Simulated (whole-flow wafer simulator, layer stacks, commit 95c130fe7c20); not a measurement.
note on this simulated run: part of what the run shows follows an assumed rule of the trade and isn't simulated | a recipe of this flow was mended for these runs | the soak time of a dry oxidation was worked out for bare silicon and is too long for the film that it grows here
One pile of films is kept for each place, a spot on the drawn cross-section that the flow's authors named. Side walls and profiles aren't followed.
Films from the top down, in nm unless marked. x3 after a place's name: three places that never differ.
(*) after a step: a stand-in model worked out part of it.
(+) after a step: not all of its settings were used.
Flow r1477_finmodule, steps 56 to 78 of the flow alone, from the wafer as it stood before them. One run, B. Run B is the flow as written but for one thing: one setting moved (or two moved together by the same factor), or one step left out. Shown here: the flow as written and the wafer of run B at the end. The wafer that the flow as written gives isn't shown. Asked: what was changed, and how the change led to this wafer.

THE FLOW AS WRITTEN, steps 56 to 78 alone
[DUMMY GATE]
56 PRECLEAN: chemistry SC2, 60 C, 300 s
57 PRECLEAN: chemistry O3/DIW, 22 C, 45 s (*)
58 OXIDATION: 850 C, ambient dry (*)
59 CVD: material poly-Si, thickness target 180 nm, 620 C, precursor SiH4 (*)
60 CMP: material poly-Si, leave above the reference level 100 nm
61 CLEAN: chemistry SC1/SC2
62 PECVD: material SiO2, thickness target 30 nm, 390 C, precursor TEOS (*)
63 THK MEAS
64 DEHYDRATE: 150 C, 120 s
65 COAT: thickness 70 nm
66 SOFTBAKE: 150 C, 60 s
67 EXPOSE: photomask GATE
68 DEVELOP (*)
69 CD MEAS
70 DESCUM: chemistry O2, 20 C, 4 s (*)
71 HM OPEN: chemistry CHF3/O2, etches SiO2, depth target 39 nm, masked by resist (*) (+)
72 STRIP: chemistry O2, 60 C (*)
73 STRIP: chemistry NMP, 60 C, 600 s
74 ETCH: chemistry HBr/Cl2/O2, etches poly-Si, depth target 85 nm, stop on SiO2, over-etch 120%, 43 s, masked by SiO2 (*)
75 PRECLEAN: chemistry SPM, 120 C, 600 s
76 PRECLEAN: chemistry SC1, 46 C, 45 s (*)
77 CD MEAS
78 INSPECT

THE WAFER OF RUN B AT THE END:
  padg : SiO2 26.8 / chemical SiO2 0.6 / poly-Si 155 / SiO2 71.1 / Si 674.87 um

The cause: step 62, PECVD: thickness target 34.3 nm was run, where the flow has thickness target 30 nm.

How the change led to this, step by step:
  62 PECVD: material SiO2, thickness target 30 nm, 390 C, precursor TEOS (*)
      pad, padg, elg x7 and 27 more: SiO2 +34.3 (new film) (as written it would be: SiO2 +30 (new film))
  71 HM OPEN: chemistry CHF3/O2, etches SiO2, depth target 39 nm, masked by resist (*) (+)
      pad, elo x7, eso x6, e200so, s40co x3: SiO2 -34.3 (all of it), chemical SiO2 -0.6 (all of it), poly-Si -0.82 (as written it would be: SiO2 -30 (all of it), chemical SiO2 -0.6 (all of it), poly-Si -1.68)
